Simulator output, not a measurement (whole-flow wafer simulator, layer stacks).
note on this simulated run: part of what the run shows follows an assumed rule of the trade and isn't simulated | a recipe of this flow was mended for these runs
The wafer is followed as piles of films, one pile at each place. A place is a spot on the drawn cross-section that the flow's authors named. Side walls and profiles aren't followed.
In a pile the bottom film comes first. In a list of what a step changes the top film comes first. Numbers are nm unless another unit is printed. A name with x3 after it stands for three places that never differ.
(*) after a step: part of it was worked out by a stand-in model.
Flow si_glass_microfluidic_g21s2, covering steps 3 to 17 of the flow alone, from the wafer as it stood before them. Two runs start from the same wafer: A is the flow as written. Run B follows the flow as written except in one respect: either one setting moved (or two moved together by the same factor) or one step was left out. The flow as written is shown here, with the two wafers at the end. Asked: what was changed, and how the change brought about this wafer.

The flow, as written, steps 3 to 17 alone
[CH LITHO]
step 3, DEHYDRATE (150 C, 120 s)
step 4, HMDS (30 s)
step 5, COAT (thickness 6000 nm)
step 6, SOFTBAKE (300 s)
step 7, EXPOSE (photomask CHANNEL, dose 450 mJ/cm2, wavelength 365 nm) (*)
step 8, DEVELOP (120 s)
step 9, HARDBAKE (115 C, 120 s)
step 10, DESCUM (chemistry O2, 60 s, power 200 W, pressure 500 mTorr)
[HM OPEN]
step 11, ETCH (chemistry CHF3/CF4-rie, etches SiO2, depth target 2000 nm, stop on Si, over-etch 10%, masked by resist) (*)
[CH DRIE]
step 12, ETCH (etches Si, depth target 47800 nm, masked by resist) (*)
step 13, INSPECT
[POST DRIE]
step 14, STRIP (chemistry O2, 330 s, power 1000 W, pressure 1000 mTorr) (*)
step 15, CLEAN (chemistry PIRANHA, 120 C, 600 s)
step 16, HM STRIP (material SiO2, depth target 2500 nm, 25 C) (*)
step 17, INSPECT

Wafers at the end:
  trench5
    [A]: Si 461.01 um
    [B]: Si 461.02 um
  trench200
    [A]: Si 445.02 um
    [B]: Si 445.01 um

The reason: step 10, DESCUM: chemistry O2, 60 s, power 200 W, pressure 500 mTorr, was skipped.

Step by step, how the change led to this:
  step 12, ETCH (etches Si, depth target 47800 nm, masked by resist) (*)
      trench5: A -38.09 um Si | B -38.08 um Si
      trench200: A -54.08 um Si | B -54.09 um Si
